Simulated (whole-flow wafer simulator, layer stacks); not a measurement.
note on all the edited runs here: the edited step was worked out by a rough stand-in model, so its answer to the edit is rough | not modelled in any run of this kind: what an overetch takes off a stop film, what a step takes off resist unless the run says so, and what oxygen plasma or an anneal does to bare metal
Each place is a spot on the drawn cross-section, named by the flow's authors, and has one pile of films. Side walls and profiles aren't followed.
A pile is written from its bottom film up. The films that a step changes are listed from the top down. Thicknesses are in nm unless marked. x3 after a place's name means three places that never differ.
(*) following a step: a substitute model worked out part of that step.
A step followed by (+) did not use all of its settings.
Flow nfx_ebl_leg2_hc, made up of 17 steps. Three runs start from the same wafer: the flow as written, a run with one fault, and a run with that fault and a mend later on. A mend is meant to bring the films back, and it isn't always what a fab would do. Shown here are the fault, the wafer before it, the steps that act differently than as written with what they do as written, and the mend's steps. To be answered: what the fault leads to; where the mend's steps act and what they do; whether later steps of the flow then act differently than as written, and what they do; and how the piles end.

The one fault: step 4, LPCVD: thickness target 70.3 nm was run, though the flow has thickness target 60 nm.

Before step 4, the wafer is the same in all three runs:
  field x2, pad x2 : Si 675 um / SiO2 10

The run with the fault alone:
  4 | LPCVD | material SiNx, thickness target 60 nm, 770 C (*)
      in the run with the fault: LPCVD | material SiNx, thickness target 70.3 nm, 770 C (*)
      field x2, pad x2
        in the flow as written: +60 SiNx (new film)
        in the run with the fault: +70.3 SiNx (new film)
  Steps later in the flow that act otherwise than as written:
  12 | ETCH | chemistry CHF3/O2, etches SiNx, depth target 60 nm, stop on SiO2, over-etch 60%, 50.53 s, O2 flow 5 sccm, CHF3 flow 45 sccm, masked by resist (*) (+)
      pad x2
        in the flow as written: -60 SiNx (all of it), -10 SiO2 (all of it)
        in the run with the fault: -70.3 SiNx (all of it), -10 SiO2 (all of it)
  At field x2, the piles at the end differ from the flow's by more than 2% or 0.5 nm, whichever is larger.
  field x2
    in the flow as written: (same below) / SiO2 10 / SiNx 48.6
    in the run with the fault: (same below) / SiO2 10 / SiNx 58.9

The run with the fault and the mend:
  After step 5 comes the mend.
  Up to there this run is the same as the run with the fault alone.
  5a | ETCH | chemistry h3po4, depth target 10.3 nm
      field x2, pad x2
        -10.3 SiNx
  None of the later steps of the flow acts differently than as written at any place that is followed.
  At every place that both follow, the piles at the end match the flow's.
